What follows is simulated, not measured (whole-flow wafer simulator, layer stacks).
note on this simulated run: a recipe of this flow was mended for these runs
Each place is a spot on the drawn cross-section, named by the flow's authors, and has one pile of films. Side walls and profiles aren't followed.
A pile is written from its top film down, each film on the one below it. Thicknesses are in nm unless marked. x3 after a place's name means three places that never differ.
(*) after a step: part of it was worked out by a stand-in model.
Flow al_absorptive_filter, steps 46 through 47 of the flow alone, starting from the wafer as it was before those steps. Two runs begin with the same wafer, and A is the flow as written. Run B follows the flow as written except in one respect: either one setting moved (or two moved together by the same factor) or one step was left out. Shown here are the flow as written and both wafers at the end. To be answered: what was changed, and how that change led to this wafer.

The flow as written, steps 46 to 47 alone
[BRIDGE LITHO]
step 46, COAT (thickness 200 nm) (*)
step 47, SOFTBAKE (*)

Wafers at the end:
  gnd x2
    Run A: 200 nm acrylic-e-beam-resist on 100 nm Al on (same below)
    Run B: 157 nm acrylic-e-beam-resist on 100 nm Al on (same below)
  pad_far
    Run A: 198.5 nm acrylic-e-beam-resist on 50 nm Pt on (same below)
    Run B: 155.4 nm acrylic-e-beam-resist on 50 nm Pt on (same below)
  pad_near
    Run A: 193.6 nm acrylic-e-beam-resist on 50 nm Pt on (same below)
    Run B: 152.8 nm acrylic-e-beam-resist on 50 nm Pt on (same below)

Cause: step 46, COAT: thickness 157 nm was run, whereas the flow has thickness 200 nm.
The wafer lets one read it off: gnd x2 has acrylic-e-beam-resist 157, and step 46 as written asks for 200 nm.

The path from the change to this, step by step:
  step 46, COAT (thickness 200 nm) (*)
      gnd x2, idc_field: A acrylic-e-beam-resist gains 200 (new film) | B acrylic-e-beam-resist gains 157 (new film)
      pad_far: A acrylic-e-beam-resist gains 198.5 (new film) | B acrylic-e-beam-resist gains 155.4 (new film)
      (as well as at 10 more places)
